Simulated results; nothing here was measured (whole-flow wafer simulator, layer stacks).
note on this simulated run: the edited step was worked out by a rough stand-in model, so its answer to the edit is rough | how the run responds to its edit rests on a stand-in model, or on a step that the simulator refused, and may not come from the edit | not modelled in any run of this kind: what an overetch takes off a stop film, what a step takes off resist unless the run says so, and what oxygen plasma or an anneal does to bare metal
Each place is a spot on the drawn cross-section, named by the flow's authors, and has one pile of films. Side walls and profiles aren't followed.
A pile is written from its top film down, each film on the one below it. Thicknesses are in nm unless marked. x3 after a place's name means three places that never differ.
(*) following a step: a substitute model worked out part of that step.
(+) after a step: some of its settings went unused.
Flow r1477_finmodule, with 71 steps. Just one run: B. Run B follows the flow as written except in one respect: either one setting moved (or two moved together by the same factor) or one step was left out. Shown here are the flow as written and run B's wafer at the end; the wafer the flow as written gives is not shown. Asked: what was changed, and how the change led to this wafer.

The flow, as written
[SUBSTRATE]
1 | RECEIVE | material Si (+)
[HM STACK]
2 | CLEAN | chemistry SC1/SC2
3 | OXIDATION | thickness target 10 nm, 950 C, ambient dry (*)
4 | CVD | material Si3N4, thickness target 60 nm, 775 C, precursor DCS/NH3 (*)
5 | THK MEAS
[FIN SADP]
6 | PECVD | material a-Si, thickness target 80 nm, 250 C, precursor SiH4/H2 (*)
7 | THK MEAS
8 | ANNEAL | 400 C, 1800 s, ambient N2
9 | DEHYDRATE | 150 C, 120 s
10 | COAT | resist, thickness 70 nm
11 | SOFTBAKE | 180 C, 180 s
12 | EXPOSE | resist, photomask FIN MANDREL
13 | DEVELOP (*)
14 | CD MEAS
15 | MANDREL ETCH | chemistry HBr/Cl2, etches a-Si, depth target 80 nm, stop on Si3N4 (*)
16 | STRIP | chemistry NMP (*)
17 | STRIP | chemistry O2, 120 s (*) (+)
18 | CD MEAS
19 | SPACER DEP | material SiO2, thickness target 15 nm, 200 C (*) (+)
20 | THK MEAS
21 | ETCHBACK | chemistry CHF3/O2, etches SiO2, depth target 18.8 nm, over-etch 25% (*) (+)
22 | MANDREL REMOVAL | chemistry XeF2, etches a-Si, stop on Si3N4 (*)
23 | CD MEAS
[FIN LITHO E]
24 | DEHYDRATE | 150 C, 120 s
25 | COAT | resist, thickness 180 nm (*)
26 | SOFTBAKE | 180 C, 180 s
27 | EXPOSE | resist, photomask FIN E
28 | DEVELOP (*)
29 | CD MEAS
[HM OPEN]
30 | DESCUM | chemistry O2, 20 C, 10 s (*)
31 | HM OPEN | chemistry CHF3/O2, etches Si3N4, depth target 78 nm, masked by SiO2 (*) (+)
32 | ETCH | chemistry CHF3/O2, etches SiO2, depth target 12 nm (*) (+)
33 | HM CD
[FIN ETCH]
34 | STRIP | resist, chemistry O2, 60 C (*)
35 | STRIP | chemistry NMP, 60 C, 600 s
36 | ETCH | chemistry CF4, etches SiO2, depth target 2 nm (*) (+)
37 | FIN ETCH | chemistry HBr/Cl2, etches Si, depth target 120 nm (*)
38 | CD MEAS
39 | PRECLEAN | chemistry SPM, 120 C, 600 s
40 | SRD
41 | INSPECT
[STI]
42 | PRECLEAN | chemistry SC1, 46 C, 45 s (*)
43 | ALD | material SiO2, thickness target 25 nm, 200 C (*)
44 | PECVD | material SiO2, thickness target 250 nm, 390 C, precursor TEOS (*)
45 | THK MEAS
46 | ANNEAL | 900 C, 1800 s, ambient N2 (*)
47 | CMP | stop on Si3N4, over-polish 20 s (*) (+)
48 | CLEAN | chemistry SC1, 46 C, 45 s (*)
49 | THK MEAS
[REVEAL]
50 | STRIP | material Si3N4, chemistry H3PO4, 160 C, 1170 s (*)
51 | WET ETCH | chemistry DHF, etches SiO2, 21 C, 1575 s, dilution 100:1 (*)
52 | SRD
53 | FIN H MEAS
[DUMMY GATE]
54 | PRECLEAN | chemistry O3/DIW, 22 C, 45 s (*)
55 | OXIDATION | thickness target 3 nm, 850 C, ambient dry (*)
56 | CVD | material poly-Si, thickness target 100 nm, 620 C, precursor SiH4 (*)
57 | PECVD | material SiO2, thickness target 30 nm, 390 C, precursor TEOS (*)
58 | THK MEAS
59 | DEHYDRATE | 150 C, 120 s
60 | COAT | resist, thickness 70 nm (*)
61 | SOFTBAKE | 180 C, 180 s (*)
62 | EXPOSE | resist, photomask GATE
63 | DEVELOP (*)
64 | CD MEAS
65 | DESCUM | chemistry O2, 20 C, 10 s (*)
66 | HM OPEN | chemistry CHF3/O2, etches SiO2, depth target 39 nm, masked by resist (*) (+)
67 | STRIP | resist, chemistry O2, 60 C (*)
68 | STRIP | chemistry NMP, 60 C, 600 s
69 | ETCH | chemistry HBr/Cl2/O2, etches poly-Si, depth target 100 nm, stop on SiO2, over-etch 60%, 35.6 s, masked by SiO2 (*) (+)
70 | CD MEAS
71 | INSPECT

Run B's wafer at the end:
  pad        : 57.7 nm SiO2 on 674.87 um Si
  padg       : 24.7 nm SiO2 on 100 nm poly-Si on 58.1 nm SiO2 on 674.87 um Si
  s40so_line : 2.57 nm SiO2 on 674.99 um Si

Cause: step 44, PECVD: thickness target 127.5 nm was run, while the flow as written has thickness target 250 nm.

How this came from the change, step by step:
  44 | PECVD | material SiO2, thickness target 250 nm, 390 C, precursor TEOS (*)
      pad, padg, elg and 33 more: SiO2 gains 127.5 (it would be, as written: SiO2 gains 250)
  46 | ANNEAL | 900 C, 1800 s, ambient N2 (*)
      pad, padg, elg and 33 more: SiO2 loses 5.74 (it would be, as written: SiO2 loses 11.2)
  47 | CMP | stop on Si3N4, over-polish 20 s (*) (+)
      pad, padg, e40sg and 11 more: nothing (it would be, as written: SiO2 loses 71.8)
      eso: nothing (it would be, as written: SiO2 loses 72.4)
      (and at 21 other places as well)
  60 | COAT | resist, thickness 70 nm (*)
      e40lg, e100lg, e200lg, elo, e40lo, e100lo, e200lo: resist gains 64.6 (new film) (it would be, as written: resist gains 66.9 (new film))
      e40sg, e40so: resist gains 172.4 (new film) (it would be, as written: resist gains 129.5 (new film))
      (and at 23 other places as well)
  63 | DEVELOP (*)
      elo, e40lo, e100lo, e200lo: resist loses 64.6 (all of it) (it would be, as written: resist loses 66.9 (all of it))
      eso: resist loses 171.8 (all of it) (it would be, as written: resist loses 129.5 (all of it))
      (and at 12 other places as well)
  67 | STRIP | resist, chemistry O2, 60 C (*)
      e40lg, e100lg, e200lg: resist loses 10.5 (all of it) (it would be, as written: resist loses 12.8 (all of it))
      e40sg: resist loses 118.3 (all of it) (it would be, as written: resist loses 75.4 (all of it))
      (and at 11 other places as well)
